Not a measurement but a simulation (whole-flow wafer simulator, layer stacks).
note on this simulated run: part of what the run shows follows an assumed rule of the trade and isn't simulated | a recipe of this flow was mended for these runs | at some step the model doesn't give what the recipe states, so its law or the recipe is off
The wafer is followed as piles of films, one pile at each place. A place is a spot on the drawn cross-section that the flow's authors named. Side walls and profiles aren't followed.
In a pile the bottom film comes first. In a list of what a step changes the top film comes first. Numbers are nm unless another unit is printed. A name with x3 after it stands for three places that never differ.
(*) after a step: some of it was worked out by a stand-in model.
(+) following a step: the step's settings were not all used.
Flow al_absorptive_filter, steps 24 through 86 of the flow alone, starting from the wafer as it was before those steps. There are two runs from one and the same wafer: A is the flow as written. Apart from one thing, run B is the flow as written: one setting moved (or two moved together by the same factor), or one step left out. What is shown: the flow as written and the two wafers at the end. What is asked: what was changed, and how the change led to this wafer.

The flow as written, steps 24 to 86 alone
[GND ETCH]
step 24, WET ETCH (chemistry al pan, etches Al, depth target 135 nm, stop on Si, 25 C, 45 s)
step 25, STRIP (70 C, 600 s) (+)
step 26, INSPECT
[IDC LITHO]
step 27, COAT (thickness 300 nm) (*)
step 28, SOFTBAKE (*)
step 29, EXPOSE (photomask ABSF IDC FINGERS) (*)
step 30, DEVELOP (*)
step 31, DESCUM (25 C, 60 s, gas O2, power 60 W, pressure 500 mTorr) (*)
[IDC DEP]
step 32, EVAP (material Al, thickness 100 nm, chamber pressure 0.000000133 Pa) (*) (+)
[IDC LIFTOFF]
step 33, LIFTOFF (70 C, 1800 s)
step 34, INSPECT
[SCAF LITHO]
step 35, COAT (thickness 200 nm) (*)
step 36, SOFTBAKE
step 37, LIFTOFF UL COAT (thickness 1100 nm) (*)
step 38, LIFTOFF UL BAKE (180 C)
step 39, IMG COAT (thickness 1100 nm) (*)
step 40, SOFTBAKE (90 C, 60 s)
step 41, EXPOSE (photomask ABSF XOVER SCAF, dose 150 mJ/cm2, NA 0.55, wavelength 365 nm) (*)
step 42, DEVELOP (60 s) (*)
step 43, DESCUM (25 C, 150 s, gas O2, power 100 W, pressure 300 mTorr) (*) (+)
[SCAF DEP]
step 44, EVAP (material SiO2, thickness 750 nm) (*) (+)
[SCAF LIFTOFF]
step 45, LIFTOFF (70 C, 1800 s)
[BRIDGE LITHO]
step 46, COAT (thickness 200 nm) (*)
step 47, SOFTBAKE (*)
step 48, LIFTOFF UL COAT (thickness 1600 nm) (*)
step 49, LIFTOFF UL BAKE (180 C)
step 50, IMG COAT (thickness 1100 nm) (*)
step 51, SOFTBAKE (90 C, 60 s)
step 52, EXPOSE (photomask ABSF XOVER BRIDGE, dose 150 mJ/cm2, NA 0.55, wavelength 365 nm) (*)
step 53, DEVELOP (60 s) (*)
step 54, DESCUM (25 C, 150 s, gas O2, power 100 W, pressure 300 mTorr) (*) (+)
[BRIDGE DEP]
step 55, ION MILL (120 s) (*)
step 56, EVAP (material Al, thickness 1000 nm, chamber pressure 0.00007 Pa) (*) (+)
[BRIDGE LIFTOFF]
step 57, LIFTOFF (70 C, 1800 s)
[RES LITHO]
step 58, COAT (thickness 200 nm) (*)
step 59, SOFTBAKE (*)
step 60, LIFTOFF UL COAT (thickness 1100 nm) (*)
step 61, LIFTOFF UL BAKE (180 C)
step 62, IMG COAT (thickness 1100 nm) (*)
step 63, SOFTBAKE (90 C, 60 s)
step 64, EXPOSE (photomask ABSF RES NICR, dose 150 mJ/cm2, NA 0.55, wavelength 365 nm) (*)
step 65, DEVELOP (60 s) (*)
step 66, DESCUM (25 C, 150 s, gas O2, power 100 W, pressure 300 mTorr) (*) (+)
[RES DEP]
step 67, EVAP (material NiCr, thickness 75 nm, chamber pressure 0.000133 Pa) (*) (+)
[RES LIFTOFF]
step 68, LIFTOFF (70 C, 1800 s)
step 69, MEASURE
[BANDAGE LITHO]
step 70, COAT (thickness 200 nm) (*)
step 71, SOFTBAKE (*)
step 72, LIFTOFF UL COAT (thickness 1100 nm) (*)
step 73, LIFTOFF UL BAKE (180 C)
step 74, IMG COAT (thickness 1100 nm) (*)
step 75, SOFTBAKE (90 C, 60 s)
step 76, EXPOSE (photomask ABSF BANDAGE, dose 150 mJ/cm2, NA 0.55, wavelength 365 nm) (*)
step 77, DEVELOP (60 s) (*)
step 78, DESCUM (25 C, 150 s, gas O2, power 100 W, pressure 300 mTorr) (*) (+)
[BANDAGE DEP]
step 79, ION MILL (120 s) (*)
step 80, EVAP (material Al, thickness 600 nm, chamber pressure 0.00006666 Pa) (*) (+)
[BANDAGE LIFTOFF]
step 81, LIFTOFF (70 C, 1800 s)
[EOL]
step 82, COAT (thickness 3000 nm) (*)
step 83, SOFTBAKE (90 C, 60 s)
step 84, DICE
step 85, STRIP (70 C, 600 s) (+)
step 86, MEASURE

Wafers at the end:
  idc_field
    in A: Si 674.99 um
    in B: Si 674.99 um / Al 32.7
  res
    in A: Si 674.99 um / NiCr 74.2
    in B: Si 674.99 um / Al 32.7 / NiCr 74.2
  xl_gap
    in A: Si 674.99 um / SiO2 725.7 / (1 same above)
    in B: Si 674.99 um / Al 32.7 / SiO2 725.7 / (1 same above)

Cause: step 24, WET ETCH: depth target 54 nm was run, while the flow as written has depth target 135 nm; step 24, WET ETCH: 18 s was run, where the flow has 45 s.

Step by step, how the change led to this:
  step 24, WET ETCH (chemistry al pan, etches Al, depth target 135 nm, stop on Si, 25 C, 45 s)
      res, xl_gap, idc_field, idc_line, idc_space: A -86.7 Al (all of it) | B -54 Al
  step 27, COAT (thickness 300 nm) (*)
      ledge: A +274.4 e-beam-resist (new film) | B +283.9 e-beam-resist (new film)
      res: A +349.6 e-beam-resist (new film) | B +334.1 e-beam-resist (new film)
      (and at 1 other place as well)
  step 31, DESCUM (25 C, 60 s, gas O2, power 60 W, pressure 500 mTorr) (*)
      idc_line: A +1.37 chemical SiO2 (new film), -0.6 Si | B nothing
  step 32, EVAP (material Al, thickness 100 nm, chamber pressure 0.000000133 Pa) (*) (+)
      idc_line: A +100 Al (new film) | B +100 Al
  step 33, LIFTOFF (70 C, 1800 s)
      ledge: A -100 Al (all of it), -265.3 e-beam-resist (all of it) | B -100 Al (all of it), -274.9 e-beam-resist (all of it)
      res: A -100 Al (all of it), -340.6 e-beam-resist (all of it) | B -100 Al (all of it), -325.1 e-beam-resist (all of it)
      (and at 1 other place as well)
  step 35, COAT (thickness 200 nm) (*)
      ledge: A +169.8 acrylic-e-beam-resist (new film) | B +180.7 acrylic-e-beam-resist (new film)
      res: A +231.4 acrylic-e-beam-resist (new film) | B +222.1 acrylic-e-beam-resist (new film)
      (and at 2 other places as well)
  step 43, DESCUM (25 C, 150 s, gas O2, power 100 W, pressure 300 mTorr) (*) (+)
      gnd, pad_far, pad_near and 7 more: A -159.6 i-line-resist | B -146.9 i-line-resist
      xl_gap: A -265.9 acrylic-e-beam-resist (all of it) | B -244.8 acrylic-e-beam-resist (all of it)
      (and at 1 other place as well)
  step 45, LIFTOFF (70 C, 1800 s)
      ledge: A -750 SiO2 (all of it), -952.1 i-line-resist (all of it), -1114 lift-off-underlayer (all of it), -169.8 acrylic-e-beam-resist (all of it) | B -750 SiO2 (all of it), -960.3 i-line-resist (all of it), -1109.8 lift-off-underlayer (all of it), -180.7 acrylic-e-beam-resist (all of it)
      res: A -750 SiO2 (all of it), -956.3 i-line-resist (all of it), -1148.2 lift-off-underlayer (all of it), -231.4 acrylic-e-beam-resist (all of it) | B -750 SiO2 (all of it), -963.4 i-line-resist (all of it), -1132.6 lift-off-underlayer (all of it), -222.1 acrylic-e-beam-resist (all of it)
  step 46, COAT (thickness 200 nm) (*)
      ledge: A +169.8 acrylic-e-beam-resist (new film) | B +180.7 acrylic-e-beam-resist (new film)
      res: A +231.4 acrylic-e-beam-resist (new film) | B +222.1 acrylic-e-beam-resist (new film)
      (and at 2 other places as well)
  step 54, DESCUM (25 C, 150 s, gas O2, power 100 W, pressure 300 mTorr) (*) (+)
      xl_gap: A -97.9 acrylic-e-beam-resist (all of it) | B -86.9 acrylic-e-beam-resist (all of it)
      xl_turn: A -141.8 acrylic-e-beam-resist (all of it) | B -147.2 acrylic-e-beam-resist (all of it)
  step 57, LIFTOFF (70 C, 1800 s)
      ledge: A -1000 Al (all of it), -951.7 i-line-resist (all of it), -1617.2 lift-off-underlayer (all of it), -169.8 acrylic-e-beam-resist (all of it) | B -1000 Al (all of it), -948.2 i-line-resist (all of it), -1611.9 lift-off-underlayer (all of it), -180.7 acrylic-e-beam-resist (all of it)
      res: A -1000 Al (all of it), -954.3 i-line-resist (all of it), -1653.2 lift-off-underlayer (all of it), -231.4 acrylic-e-beam-resist (all of it) | B -1000 Al (all of it), -950.1 i-line-resist (all of it), -1635.9 lift-off-underlayer (all of it), -222.1 acrylic-e-beam-resist (all of it)
  step 58, COAT (thickness 200 nm) (*)
      ledge: A +169.8 acrylic-e-beam-resist (new film) | B +180.7 acrylic-e-beam-resist (new film)
      res: A +231.4 acrylic-e-beam-resist (new film) | B +222.1 acrylic-e-beam-resist (new film)
      (and at 2 other places as well)
  step 60, LIFTOFF UL COAT (thickness 1100 nm) (*)
      xl_gap: A +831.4 lift-off-underlayer (new film) | B +812.9 lift-off-underlayer (new film)
  step 66, DESCUM (25 C, 150 s, gas O2, power 100 W, pressure 300 mTorr) (*) (+)
      gnd, pad_far, xa_field and 8 more: A -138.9 i-line-resist | B -133.3 i-line-resist
      ledge: A -169.8 acrylic-e-beam-resist (all of it) | B -180.7 acrylic-e-beam-resist (all of it)
      (and at 1 other place as well)
  step 68, LIFTOFF (70 C, 1800 s)
      xl_gap: A -75 NiCr (all of it), -818.3 i-line-resist (all of it), -831.4 lift-off-underlayer (all of it), -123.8 acrylic-e-beam-resist (all of it) | B -75 NiCr (all of it), -820.3 i-line-resist (all of it), -812.9 lift-off-underlayer (all of it), -117.5 acrylic-e-beam-resist (all of it)
      xl_turn: A -75 NiCr (all of it), -760.9 i-line-resist (all of it), -781.4 lift-off-underlayer (all of it), -146.6 acrylic-e-beam-resist (all of it) | B -75 NiCr (all of it), -762.9 i-line-resist (all of it), -785.1 lift-off-underlayer (all of it), -151 acrylic-e-beam-resist (all of it)
  step 70, COAT (thickness 200 nm) (*)
      ledge: A +167 acrylic-e-beam-resist (new film) | B +178 acrylic-e-beam-resist (new film)
      res: A +218.1 acrylic-e-beam-resist (new film) | B +208.5 acrylic-e-beam-resist (new film)
      (and at 2 other places as well)
  ... and 1 more step ...
  step 83, SOFTBAKE (90 C, 60 s)
      ledge: A -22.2 i-line-resist | B -23 i-line-resist
      res: A -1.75 i-line-resist | B -3 i-line-resist
      (and at 2 other places as well)
With metal films that touch counted as one body, idc_field has 1 body; the flow as written gives 0 bodies.
With metal films that touch counted as one body, res has 1 body; the flow as written gives 0 bodies.
With metal films that touch counted as one body, xl_gap has 2 bodies (between them, from the top down: SiO2 725.7); the flow as written gives 1 body.
